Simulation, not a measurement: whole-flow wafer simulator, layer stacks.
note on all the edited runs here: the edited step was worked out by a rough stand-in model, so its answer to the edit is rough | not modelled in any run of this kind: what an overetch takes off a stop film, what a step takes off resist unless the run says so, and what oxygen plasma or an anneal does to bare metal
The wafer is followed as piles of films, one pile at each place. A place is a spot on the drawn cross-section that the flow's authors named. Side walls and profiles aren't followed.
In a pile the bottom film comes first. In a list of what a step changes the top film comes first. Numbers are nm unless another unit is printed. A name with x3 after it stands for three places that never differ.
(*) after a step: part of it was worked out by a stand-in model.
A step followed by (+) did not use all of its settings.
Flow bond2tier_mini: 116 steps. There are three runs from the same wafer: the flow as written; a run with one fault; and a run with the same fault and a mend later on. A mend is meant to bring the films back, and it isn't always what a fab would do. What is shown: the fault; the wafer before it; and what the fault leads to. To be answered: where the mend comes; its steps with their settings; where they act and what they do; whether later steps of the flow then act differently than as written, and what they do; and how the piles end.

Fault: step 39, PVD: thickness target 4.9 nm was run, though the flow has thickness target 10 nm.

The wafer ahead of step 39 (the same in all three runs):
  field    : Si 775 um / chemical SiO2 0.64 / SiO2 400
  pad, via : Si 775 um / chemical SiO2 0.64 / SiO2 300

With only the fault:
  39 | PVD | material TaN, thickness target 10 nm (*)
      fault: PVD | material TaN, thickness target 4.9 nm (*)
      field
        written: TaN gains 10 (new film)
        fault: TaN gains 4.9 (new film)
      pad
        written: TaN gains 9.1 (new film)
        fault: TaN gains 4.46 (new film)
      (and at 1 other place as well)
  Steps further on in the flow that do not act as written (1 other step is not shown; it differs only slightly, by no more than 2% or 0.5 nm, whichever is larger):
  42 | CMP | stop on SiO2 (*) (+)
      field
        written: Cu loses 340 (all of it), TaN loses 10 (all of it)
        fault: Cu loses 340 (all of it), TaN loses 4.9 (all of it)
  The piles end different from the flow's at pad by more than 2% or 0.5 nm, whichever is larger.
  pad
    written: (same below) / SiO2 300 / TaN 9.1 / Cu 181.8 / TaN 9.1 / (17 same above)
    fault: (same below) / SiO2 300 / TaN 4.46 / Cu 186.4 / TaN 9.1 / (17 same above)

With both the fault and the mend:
  The mend follows step 39.
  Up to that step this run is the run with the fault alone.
  39a | PVD | material TaN, thickness target 5.1 nm (*) (a further turn of the flow's step 39, with different settings)
      field
        TaN gains 5.1
      pad
        TaN gains 4.64
      via
        TaN gains 5.09
  None of the later steps of the flow acts differently than as written at any place that is followed.
  The piles end the same as the flow's at every place that both follow.
